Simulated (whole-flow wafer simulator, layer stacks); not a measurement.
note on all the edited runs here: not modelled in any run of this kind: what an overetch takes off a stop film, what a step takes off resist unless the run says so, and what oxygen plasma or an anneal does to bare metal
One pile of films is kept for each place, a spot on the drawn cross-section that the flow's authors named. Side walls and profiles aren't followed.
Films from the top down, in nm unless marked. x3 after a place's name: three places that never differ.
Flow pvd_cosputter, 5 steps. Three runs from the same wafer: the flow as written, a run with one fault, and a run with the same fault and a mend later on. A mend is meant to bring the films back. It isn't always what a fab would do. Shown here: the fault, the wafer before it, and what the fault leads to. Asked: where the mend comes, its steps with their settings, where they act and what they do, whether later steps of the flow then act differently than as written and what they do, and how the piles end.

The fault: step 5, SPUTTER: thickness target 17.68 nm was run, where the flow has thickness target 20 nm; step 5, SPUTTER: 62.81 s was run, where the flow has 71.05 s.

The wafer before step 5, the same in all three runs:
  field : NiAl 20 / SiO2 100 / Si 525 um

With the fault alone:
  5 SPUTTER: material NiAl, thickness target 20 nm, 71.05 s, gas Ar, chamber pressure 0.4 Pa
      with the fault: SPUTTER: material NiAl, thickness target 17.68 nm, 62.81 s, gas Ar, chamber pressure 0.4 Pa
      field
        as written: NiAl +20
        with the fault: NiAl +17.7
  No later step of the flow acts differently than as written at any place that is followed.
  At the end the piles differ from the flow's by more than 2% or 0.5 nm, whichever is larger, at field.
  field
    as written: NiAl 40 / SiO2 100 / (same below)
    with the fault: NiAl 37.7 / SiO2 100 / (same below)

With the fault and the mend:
  The mend comes after step 5.
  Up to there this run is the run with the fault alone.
  5a SPUTTER: material NiAl, thickness target 2.32 nm, 8.242 s, gas Ar, chamber pressure 0.4 Pa (the flow's step 5 once more, with other settings)
      field
        NiAl +2.32
  No later step of the flow acts differently than as written at any place that is followed.
  At the end the piles are the same as the flow's at every place that both follow.
